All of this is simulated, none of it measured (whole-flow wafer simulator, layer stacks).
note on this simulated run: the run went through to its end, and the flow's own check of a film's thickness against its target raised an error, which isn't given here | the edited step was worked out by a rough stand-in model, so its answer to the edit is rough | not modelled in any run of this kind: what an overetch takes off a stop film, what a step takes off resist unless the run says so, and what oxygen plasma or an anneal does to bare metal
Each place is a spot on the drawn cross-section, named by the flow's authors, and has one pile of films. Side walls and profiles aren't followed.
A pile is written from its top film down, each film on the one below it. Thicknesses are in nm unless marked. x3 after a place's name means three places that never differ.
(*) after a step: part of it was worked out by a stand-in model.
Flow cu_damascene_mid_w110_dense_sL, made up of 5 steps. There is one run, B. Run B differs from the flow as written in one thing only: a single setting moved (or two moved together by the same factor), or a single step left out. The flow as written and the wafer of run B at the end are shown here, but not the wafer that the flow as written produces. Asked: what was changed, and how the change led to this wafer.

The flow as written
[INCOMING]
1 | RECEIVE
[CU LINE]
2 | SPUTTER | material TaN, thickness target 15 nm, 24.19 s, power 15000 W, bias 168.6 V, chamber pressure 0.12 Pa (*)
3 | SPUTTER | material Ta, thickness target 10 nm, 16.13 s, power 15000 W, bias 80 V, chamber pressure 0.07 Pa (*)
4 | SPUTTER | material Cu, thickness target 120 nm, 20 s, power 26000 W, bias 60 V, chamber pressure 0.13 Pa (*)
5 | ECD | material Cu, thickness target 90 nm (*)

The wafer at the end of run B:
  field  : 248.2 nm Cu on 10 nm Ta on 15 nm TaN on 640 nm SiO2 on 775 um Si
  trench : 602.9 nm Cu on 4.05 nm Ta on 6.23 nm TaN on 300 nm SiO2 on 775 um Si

What caused this: step 5, ECD: thickness target 128.2 nm was run, whereas the flow has thickness target 90 nm.

Step by step, how the change led to this:
  5 | ECD | material Cu, thickness target 90 nm (*)
      field: +128.2 Cu (as written it would have been: +90 Cu)
      trench: +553 Cu (as written it would have been: +514.8 Cu)
